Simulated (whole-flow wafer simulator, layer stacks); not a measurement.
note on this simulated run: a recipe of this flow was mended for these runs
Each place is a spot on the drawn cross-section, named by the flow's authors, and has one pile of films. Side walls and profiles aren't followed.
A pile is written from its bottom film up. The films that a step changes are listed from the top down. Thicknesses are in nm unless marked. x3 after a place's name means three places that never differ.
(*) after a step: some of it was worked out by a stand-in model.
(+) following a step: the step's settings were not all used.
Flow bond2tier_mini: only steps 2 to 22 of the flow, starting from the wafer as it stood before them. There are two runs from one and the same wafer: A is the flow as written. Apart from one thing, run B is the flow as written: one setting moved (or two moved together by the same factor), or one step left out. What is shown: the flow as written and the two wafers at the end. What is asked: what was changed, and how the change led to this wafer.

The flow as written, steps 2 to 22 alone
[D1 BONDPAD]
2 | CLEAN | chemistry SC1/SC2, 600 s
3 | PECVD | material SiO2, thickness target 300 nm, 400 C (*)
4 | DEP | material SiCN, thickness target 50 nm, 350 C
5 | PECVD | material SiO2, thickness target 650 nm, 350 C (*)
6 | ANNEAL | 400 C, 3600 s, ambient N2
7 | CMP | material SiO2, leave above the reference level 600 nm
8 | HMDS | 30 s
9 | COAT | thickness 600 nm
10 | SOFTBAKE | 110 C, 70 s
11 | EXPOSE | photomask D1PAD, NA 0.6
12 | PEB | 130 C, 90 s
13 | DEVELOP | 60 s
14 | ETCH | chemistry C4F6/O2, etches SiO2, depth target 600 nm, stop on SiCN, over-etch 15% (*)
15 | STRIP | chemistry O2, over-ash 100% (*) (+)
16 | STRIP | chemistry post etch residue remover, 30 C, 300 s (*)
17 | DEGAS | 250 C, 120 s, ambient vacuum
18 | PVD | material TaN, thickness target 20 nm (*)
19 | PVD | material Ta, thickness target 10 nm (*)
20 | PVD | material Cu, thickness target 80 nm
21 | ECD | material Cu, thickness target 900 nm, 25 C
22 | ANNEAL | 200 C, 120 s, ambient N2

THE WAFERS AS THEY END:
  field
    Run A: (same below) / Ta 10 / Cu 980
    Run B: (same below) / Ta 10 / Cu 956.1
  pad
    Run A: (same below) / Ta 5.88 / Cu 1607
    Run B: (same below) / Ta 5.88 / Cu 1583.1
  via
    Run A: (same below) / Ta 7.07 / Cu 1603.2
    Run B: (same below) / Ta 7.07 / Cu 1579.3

Cause: step 20, PVD: thickness target 56.1 nm was run, though the flow has thickness target 80 nm.

How this came from the change, step by step:
  20 | PVD | material Cu, thickness target 80 nm
      field: A Cu gains 80 (new film) | B Cu gains 56.1 (new film)
      pad: A Cu gains 48.4 (new film) | B Cu gains 34 (new film)
      (also at 1 further place)
